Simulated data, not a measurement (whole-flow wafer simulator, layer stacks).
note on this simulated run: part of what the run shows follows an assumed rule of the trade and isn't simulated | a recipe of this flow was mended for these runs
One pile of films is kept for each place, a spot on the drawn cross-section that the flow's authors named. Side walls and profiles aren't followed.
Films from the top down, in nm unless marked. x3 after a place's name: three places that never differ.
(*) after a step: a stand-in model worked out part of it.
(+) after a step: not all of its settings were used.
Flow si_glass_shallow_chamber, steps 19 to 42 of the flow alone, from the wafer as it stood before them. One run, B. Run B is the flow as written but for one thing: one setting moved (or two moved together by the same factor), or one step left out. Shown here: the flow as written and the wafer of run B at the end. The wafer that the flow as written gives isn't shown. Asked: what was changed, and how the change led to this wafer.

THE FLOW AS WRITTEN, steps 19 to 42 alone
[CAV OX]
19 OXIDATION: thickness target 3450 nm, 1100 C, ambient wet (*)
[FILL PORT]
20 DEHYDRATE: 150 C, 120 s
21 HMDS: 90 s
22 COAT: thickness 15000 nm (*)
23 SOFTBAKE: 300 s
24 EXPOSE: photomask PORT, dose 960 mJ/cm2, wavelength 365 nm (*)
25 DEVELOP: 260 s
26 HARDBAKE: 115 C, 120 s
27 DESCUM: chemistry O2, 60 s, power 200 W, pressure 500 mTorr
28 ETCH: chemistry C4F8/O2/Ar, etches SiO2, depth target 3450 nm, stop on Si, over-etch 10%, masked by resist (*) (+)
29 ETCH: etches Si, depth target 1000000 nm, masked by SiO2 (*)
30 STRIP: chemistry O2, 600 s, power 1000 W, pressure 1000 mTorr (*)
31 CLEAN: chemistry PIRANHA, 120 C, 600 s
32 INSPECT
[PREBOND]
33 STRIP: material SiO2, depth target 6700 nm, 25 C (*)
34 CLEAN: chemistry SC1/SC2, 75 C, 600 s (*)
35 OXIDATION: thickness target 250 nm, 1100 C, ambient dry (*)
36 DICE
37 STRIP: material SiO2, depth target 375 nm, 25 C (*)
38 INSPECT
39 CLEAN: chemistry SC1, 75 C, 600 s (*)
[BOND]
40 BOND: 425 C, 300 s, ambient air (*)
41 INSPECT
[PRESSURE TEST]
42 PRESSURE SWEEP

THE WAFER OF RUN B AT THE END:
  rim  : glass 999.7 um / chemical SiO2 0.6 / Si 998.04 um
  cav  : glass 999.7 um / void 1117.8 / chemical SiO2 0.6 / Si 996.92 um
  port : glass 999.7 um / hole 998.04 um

The cause: step 19, OXIDATION: 1112 C was run, where the flow has 1100 C.

How the change led to this, step by step:
  19 OXIDATION: thickness target 3450 nm, 1100 C, ambient wet (*)
      rim, ramp, septum, ring: SiO2 +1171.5, Si -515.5 (as written it would be: SiO2 +1110.9, Si -488.8)
      cav, port: SiO2 +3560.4 (new film), chemical SiO2 -0.6 (all of it), Si -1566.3 (as written it would be: SiO2 +3450 (new film), chemical SiO2 -0.6 (all of it), Si -1517.7)
  22 COAT: thickness 15000 nm (*)
      rim: thick-i-line-resist +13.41 um (new film) (as written it would be: thick-i-line-resist +13.4 um (new film))
      ramp: thick-i-line-resist +12.91 um (new film) (as written it would be: thick-i-line-resist +12.89 um (new film))
      (and at 1 more place)
  25 DEVELOP: 260 s
      port: thick-i-line-resist -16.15 um (all of it) (as written it would be: thick-i-line-resist -16.16 um (all of it))
  28 ETCH: chemistry C4F8/O2/Ar, etches SiO2, depth target 3450 nm, stop on Si, over-etch 10%, masked by resist (*) (+)
      port: SiO2 -3560.4 (all of it), Si -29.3 (as written it would be: SiO2 -3450 (all of it), Si -43.1)
  29 ETCH: etches Si, depth target 1000000 nm, masked by SiO2 (*)
      rim, ramp: thick-i-line-resist -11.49 um (all of it), SiO2 -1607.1 (as written it would be: thick-i-line-resist -11.47 um (all of it), SiO2 -1617.3)
      port: hole +997.01 um (new film), Si -997.01 um (all of it) (as written it would be: hole +997.05 um (new film), Si -997.05 um (all of it))
      (and at 1 more place)
  33 STRIP: material SiO2, depth target 6700 nm, 25 C (*)
      cav: SiO2 -3560.4 (all of it) (as written it would be: SiO2 -3450 (all of it))
